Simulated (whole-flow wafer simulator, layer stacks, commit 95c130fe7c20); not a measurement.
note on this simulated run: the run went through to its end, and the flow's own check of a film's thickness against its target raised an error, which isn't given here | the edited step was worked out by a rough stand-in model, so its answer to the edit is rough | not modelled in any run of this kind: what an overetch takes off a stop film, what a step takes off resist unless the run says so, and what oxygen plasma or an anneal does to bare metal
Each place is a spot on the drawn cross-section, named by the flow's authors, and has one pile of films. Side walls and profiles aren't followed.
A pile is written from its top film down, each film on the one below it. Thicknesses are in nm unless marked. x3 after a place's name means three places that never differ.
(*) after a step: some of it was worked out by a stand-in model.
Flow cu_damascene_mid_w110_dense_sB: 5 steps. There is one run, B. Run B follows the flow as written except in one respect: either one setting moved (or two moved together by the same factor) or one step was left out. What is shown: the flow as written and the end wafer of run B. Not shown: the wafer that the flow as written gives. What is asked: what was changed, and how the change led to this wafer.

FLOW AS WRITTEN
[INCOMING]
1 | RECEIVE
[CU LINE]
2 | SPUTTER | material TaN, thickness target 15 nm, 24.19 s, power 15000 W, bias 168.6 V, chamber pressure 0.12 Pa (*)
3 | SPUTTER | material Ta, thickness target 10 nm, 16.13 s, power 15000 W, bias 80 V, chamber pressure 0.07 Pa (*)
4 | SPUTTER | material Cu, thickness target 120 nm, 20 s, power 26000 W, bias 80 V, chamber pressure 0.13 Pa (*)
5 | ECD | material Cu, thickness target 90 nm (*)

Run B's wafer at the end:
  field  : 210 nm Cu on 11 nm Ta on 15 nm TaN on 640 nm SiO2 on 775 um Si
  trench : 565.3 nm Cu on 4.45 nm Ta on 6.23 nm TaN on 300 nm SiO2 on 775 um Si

Cause: step 3, SPUTTER: thickness target 11 nm was run, while the flow as written has thickness target 10 nm.
The wafer lets one read it off: field has Ta 11, and step 3 as written asks for 10 nm.

The path from the change to this, step by step:
  3 | SPUTTER | material Ta, thickness target 10 nm, 16.13 s, power 15000 W, bias 80 V, chamber pressure 0.07 Pa (*)
      field: +11 Ta (new film) (in the flow as written it would be: +10 Ta (new film))
